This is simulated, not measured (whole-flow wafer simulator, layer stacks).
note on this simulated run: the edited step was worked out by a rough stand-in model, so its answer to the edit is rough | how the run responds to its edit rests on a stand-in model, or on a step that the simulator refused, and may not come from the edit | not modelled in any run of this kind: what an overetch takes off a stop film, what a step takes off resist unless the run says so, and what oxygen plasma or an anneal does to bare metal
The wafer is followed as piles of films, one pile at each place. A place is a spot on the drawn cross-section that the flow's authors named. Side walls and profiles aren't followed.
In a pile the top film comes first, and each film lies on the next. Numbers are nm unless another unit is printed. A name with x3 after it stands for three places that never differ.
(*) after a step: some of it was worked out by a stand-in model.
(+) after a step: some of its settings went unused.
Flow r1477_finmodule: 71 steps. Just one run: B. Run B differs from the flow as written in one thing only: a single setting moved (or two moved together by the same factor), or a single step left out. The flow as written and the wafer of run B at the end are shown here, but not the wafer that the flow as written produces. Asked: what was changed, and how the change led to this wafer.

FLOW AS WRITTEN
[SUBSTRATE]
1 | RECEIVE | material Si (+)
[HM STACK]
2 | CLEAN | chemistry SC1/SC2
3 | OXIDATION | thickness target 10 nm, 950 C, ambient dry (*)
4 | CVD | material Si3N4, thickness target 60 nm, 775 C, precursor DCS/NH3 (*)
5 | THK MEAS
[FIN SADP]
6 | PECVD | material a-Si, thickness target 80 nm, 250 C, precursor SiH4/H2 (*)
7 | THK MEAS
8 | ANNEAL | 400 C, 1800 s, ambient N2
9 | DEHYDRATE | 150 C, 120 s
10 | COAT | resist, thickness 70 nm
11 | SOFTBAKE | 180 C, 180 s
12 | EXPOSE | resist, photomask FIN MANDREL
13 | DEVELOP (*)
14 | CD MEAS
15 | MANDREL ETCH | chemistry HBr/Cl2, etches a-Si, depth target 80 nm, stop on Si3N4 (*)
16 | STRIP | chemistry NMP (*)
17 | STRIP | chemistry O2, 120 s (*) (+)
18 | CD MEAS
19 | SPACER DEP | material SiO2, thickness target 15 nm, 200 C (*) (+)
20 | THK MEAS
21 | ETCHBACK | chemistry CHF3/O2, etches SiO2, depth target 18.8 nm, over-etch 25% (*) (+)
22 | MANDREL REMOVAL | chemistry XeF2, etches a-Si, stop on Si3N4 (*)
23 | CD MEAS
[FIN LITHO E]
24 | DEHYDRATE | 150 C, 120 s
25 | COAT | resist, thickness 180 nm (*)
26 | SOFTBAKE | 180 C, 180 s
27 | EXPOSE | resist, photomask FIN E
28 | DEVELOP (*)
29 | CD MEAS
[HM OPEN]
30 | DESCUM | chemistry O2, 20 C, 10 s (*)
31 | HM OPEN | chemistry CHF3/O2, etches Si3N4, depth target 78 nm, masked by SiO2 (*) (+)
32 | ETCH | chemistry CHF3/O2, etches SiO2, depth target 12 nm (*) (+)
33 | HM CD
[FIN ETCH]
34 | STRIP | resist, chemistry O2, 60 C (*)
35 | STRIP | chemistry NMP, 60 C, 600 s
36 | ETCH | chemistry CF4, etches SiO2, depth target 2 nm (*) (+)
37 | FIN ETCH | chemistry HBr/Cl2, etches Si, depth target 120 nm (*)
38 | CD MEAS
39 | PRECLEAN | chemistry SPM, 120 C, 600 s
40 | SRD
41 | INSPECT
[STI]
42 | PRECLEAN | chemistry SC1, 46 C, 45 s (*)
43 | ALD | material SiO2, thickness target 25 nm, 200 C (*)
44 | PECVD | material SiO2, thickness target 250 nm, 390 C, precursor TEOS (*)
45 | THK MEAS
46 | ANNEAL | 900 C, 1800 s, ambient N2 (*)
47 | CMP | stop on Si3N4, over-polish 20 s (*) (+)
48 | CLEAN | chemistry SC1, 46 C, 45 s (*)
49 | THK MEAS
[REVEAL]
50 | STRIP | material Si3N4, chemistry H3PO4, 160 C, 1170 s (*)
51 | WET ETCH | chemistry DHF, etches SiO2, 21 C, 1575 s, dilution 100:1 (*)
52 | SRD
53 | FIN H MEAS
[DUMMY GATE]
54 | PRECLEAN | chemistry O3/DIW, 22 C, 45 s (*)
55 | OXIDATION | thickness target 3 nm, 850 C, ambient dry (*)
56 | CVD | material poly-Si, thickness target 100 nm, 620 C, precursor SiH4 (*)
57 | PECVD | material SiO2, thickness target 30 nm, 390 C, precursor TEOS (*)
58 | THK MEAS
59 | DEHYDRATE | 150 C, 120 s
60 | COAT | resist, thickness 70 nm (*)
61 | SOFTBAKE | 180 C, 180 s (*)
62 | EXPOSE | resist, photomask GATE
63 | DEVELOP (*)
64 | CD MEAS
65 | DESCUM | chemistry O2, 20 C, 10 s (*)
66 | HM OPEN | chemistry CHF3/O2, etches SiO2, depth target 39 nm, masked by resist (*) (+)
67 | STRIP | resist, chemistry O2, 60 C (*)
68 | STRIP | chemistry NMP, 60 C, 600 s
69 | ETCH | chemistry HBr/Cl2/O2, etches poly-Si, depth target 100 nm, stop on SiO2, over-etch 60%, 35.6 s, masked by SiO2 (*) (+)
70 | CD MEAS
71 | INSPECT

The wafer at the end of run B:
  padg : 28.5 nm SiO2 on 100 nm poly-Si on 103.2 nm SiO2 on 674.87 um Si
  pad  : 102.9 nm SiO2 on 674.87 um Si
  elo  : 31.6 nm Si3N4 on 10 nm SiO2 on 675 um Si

What caused this: step 57, PECVD: thickness target 33.8 nm was run, though the flow has thickness target 30 nm.

Step by step, how the change led to this:
  57 | PECVD | material SiO2, thickness target 30 nm, 390 C, precursor TEOS (*)
      pad, padg, elg and 33 more: SiO2 gains 33.8 (new film) (in the flow as written it would be: SiO2 gains 30 (new film))
  66 | HM OPEN | chemistry CHF3/O2, etches SiO2, depth target 39 nm, masked by resist (*) (+)
      pad, elo, eso and 15 more: SiO2 loses 33.8 (all of it), poly-Si loses 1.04 (in the flow as written it would be: SiO2 loses 30 (all of it), poly-Si loses 1.8)
